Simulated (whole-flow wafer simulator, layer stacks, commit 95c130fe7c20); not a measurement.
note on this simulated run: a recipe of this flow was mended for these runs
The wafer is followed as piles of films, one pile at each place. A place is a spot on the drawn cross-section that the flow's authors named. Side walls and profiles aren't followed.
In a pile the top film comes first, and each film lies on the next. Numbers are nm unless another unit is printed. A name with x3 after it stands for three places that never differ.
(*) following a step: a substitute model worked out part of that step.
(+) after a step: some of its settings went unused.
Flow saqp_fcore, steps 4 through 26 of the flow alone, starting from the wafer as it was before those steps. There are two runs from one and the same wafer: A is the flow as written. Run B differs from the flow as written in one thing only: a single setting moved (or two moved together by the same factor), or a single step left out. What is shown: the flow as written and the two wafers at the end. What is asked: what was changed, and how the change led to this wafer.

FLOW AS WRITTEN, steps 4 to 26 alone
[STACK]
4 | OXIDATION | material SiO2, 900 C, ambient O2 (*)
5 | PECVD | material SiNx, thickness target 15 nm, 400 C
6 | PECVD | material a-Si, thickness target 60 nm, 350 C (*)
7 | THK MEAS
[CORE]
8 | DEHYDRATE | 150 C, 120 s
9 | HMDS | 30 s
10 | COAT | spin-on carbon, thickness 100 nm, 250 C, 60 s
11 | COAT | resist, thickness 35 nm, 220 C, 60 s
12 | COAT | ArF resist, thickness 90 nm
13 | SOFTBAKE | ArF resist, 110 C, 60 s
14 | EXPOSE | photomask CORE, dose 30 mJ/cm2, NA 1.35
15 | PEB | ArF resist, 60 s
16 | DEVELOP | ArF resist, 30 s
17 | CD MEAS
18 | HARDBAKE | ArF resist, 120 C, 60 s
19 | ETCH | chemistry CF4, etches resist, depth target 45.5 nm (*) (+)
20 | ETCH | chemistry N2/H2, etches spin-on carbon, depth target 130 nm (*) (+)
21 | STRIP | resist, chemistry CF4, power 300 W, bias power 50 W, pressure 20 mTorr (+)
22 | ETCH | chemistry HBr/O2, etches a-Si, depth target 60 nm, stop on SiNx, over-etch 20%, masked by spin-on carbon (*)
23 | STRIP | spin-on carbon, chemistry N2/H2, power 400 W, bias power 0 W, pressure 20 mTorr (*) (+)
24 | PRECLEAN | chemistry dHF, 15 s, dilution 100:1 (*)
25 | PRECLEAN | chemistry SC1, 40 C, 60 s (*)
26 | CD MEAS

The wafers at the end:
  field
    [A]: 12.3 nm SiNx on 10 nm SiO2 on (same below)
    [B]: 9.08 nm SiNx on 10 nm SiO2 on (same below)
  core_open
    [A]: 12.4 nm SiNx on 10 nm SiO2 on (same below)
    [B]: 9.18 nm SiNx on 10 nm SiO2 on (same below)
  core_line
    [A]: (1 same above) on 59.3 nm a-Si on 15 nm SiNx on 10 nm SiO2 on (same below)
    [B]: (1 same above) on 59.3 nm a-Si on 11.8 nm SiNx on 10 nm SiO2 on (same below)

The reason: step 5, PECVD: thickness target 11.8 nm was run, whereas the flow has thickness target 15 nm.
The wafer lets one read it off: core_line has SiNx 11.8, and step 5 as written asks for 15 nm.

Step by step, how the change led to this:
  5 | PECVD | material SiNx, thickness target 15 nm, 400 C
      field, core_open, core_line: A SiNx gains 15 (new film) | B SiNx gains 11.8 (new film)
